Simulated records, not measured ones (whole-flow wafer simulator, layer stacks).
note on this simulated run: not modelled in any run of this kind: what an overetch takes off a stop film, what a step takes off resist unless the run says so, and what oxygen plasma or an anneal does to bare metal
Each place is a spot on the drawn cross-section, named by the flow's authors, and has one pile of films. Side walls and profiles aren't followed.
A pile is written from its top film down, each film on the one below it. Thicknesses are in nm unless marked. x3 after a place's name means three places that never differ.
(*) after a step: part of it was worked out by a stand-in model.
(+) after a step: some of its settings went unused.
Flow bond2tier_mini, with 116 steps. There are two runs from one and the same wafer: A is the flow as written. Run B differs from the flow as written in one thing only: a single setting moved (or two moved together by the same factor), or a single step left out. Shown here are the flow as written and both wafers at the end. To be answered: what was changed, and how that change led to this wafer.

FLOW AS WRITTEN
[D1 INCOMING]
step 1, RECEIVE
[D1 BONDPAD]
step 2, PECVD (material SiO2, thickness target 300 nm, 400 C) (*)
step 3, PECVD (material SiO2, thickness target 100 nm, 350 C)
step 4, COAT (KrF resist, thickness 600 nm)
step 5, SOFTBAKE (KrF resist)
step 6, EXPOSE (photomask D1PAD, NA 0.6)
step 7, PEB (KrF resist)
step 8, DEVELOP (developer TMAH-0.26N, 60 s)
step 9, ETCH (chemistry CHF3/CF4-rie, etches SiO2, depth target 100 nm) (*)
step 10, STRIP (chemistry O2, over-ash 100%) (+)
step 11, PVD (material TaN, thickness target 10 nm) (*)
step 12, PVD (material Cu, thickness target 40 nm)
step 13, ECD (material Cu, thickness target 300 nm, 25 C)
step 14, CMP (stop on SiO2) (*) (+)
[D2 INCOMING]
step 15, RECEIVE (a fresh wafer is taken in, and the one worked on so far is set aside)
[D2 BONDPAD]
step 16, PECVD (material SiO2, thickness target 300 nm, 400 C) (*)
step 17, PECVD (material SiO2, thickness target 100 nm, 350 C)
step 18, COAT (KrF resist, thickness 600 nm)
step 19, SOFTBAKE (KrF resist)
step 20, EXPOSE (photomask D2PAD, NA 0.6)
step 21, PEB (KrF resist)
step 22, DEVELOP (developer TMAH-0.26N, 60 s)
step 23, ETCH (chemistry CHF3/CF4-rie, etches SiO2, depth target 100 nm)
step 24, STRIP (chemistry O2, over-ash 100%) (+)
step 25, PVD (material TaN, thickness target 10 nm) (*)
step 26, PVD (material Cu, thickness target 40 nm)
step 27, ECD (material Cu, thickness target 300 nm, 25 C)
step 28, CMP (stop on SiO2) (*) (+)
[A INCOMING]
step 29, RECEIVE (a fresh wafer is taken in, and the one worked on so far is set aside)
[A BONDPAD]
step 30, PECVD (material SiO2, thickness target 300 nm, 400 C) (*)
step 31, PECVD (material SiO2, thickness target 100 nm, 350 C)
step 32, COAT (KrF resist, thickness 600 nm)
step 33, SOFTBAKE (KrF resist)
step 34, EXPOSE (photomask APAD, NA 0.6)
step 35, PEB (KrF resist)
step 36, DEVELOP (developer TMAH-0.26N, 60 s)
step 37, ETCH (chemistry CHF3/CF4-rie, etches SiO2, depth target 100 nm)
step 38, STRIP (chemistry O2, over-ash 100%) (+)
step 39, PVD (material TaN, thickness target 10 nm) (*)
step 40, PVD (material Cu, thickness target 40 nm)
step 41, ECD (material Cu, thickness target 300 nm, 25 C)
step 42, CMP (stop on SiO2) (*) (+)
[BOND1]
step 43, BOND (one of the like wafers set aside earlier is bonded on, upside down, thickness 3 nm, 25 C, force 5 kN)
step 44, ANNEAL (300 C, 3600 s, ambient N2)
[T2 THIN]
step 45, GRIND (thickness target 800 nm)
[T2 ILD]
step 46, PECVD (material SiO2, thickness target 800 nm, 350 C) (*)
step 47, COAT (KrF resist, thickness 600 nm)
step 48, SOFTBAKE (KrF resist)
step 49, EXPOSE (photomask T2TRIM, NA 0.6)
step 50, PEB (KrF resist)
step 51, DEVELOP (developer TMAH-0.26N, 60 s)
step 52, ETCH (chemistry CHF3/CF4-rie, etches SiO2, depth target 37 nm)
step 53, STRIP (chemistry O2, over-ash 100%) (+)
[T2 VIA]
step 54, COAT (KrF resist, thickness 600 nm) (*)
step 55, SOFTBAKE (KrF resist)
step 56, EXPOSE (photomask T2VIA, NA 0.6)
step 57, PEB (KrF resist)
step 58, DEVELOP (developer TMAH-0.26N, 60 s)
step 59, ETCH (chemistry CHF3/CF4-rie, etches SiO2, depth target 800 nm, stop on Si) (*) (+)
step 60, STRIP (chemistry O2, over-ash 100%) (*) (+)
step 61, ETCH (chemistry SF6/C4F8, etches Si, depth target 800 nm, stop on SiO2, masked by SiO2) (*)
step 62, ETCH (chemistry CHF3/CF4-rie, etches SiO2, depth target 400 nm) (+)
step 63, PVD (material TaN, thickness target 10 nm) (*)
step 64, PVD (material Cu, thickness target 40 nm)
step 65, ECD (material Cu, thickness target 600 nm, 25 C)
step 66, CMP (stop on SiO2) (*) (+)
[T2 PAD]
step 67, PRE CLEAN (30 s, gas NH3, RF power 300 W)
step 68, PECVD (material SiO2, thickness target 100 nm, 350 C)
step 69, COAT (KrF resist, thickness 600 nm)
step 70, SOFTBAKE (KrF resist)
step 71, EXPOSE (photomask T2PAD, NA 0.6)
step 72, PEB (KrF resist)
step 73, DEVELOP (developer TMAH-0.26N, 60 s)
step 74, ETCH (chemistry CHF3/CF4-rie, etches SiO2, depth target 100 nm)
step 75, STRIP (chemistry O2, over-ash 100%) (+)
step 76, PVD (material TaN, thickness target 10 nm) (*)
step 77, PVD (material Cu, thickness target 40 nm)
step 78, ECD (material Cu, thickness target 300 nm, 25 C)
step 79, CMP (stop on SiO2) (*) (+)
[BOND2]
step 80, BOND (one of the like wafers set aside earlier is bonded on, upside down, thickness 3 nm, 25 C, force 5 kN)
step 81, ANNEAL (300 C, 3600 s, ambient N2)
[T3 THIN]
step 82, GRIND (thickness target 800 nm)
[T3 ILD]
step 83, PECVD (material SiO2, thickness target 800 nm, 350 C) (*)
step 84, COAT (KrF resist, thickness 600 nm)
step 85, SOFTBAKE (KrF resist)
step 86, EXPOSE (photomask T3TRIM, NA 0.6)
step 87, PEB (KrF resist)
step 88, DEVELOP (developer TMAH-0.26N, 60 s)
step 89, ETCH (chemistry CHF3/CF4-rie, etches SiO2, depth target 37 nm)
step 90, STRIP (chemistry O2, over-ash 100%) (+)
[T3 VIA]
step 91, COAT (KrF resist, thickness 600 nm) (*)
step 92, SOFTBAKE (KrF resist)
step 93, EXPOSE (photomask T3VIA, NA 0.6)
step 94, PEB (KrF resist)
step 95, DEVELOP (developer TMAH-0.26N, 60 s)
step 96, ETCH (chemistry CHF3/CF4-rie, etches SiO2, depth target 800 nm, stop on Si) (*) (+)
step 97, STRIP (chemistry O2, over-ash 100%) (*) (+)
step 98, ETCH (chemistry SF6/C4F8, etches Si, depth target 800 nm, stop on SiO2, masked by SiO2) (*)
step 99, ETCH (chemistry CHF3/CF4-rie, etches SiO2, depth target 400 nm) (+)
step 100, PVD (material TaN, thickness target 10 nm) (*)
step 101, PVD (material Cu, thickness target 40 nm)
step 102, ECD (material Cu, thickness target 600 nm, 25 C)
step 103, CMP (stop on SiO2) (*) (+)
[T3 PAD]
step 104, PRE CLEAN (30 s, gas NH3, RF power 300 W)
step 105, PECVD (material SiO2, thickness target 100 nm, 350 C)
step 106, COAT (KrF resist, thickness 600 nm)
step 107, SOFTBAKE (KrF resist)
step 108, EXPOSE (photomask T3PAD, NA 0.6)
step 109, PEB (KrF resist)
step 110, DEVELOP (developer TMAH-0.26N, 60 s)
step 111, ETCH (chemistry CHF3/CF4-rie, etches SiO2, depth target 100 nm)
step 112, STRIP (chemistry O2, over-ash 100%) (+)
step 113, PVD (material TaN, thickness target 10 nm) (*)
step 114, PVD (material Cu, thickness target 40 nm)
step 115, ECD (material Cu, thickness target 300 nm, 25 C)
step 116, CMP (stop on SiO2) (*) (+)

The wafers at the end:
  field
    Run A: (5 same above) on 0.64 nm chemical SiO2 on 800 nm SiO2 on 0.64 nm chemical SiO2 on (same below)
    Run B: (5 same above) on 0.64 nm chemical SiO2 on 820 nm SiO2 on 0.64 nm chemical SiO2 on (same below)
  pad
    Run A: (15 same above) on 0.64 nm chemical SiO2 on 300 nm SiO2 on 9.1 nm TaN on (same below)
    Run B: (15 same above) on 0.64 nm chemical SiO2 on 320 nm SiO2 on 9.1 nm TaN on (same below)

Cause: step 3, PECVD: thickness target 120 nm was run, while the flow as written has thickness target 100 nm.

How this came from the change, step by step:
  step 3, PECVD (material SiO2, thickness target 100 nm, 350 C)
      field, pad, via: A +100 SiO2 | B +120 SiO2
  step 43, BOND (one of the like wafers set aside earlier is bonded on, upside down, thickness 3 nm, 25 C, force 5 kN)
      field: A +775 um Si (new film), +0.64 chemical SiO2 (new film), +400 SiO2 | B +775 um Si (new film), +0.64 chemical SiO2 (new film), +420 SiO2
      pad: A +775 um Si (new film), +0.64 chemical SiO2 (new film), +300 SiO2 (new film), +9.1 TaN (new film), +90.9 Cu | B +775 um Si (new film), +0.64 chemical SiO2 (new film), +320 SiO2 (new film), +9.1 TaN (new film), +90.9 Cu
      (also at 1 further place)
